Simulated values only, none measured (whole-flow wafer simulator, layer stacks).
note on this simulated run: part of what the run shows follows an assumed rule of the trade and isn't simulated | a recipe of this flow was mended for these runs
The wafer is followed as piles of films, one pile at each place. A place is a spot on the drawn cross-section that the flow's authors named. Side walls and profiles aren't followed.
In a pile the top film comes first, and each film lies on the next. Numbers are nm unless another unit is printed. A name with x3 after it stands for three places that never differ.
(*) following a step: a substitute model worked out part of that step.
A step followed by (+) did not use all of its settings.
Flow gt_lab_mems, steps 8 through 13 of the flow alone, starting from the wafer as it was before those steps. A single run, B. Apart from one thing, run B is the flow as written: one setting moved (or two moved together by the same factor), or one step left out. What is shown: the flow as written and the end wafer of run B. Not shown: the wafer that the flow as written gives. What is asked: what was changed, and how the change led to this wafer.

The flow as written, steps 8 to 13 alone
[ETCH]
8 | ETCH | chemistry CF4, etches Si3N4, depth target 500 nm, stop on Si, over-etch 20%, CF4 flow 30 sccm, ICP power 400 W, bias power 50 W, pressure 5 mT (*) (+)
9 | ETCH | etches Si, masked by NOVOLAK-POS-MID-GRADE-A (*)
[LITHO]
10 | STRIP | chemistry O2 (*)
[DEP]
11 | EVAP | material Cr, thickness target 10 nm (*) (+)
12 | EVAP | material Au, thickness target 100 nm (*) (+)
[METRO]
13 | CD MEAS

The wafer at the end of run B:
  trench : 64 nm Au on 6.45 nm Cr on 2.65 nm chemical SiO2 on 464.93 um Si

What caused this: step 8, ETCH: depth target 608 nm was run, whereas the flow has depth target 500 nm.

How this came from the change, step by step:
  8 | ETCH | chemistry CF4, etches Si3N4, depth target 500 nm, stop on Si, over-etch 20%, CF4 flow 30 sccm, ICP power 400 W, bias power 50 W, pressure 5 mT (*) (+)
      field: g/i-line-resist loses 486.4 (it would be, as written: g/i-line-resist loses 400)
      trench: Si3N4 loses 500 (all of it), chemical SiO2 loses 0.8 (all of it), Si loses 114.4 (it would be, as written: Si3N4 loses 500 (all of it), chemical SiO2 loses 0.8 (all of it), Si loses 49.6)
  10 | STRIP | chemistry O2 (*)
      field: g/i-line-resist loses 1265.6 (all of it) (it would be, as written: g/i-line-resist loses 1352 (all of it))
